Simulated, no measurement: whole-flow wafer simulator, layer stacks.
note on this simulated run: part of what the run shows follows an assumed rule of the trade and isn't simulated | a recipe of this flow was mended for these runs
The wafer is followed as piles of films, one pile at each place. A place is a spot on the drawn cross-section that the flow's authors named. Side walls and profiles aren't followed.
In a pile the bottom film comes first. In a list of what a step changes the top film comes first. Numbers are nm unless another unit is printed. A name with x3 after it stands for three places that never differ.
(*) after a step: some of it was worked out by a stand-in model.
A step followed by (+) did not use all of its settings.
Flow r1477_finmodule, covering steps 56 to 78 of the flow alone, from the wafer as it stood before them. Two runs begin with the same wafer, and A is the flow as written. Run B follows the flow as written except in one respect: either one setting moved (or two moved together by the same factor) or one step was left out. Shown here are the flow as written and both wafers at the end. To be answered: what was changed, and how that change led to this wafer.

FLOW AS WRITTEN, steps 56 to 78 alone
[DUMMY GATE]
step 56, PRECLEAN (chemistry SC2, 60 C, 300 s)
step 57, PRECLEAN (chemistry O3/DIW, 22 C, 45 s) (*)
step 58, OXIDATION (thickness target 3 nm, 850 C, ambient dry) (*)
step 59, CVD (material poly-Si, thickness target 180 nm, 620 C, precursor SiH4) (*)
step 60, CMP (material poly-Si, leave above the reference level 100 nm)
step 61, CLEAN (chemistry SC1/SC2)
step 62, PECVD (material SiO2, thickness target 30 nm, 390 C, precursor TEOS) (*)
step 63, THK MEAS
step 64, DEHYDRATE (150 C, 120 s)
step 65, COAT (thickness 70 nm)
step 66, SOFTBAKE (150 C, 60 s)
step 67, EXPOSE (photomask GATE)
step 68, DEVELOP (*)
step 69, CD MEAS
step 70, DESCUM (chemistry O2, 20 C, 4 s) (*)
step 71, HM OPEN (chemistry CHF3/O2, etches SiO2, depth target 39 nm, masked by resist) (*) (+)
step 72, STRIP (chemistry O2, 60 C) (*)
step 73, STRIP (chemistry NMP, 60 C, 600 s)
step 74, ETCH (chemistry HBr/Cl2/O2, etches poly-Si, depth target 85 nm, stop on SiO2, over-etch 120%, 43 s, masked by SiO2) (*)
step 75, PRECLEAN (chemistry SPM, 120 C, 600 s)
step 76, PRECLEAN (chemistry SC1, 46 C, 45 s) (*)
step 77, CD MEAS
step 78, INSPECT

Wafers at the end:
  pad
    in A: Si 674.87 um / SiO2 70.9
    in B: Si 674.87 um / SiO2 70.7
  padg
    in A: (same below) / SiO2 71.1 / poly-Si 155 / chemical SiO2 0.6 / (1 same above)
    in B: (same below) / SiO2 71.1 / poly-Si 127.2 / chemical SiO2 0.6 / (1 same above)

Cause: step 59, CVD: thickness target 127.5 nm was run, while the flow as written has thickness target 180 nm.

How this came from the change, step by step:
  step 59, CVD (material poly-Si, thickness target 180 nm, 620 C, precursor SiH4) (*)
      esg x6, s40cg x3, eso x6, s40co x3: A +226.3 poly-Si (new film) | B +173.8 poly-Si (new film)
      pad, padg, elg x7, elo x7: A +180 poly-Si (new film) | B +127.5 poly-Si (new film)
      (as well as at 2 more places)
  step 60, CMP (material poly-Si, leave above the reference level 100 nm)
      pad, padg: A -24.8 poly-Si | B nothing
      elg x7, esg x6, s40cg x3, elo x7, eso x6, s40co x3: A -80 poly-Si | B -27.5 poly-Si
      (as well as at 2 more places)
  step 74, ETCH (chemistry HBr/Cl2/O2, etches poly-Si, depth target 85 nm, stop on SiO2, over-etch 120%, 43 s, masked by SiO2) (*)
      pad: A -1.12 chemical SiO2 (all of it), -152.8 poly-Si (all of it), -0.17 SiO2 | B -1.12 chemical SiO2 (all of it), -125.1 poly-Si (all of it), -0.31 SiO2
